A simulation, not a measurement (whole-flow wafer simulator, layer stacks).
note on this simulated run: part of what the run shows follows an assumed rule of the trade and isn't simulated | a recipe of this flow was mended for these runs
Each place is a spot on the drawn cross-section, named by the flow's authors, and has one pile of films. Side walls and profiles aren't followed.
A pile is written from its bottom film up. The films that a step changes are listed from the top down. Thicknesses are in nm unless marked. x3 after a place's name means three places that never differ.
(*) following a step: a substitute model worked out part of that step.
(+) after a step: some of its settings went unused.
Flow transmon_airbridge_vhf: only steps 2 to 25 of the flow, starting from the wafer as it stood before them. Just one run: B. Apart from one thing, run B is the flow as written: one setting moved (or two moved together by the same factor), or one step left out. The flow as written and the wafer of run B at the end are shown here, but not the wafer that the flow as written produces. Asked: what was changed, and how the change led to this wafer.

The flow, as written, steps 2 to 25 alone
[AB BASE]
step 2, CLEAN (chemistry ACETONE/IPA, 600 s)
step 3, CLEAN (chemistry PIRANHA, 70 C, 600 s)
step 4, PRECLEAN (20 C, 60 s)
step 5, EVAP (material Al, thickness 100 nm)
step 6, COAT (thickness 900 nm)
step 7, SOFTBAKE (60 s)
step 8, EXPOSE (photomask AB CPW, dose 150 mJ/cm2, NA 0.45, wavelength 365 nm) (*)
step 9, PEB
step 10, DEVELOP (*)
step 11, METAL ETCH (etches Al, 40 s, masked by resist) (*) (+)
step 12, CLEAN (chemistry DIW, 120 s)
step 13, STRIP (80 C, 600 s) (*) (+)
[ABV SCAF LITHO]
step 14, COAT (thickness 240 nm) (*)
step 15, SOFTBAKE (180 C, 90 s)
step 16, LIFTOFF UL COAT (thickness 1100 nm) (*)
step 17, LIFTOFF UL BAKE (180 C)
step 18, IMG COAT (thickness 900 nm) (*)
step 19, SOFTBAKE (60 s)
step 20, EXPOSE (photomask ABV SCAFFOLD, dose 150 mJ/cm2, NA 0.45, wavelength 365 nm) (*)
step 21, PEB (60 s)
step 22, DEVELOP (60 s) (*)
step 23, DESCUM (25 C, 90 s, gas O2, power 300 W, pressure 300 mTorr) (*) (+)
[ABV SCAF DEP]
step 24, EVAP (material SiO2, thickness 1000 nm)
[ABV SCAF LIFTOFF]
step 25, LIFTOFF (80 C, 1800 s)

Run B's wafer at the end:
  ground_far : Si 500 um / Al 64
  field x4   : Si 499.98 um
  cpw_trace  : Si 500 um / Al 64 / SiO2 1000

The reason: step 5, EVAP: thickness 64 nm was run, while the flow as written has thickness 100 nm.
The wafer lets one read it off: ground_far has Al 64, and step 5 as written asks for 100 nm.

How this came from the change, step by step:
  step 5, EVAP (material Al, thickness 100 nm)
      field x4, ground_far, pad_w x2, flank_w x2, gap_w x2, cpw_trace, trace_open_s x2, margin_s x3: Al gains 64 (new film) (in the flow as written it would be: Al gains 100 (new film))
  step 11, METAL ETCH (etches Al, 40 s, masked by resist) (*) (+)
      field x4, gap_w x2: Al loses 50.7 (all of it), Si loses 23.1 (in the flow as written it would be: Al loses 86.7 (all of it), Si loses 11.1)
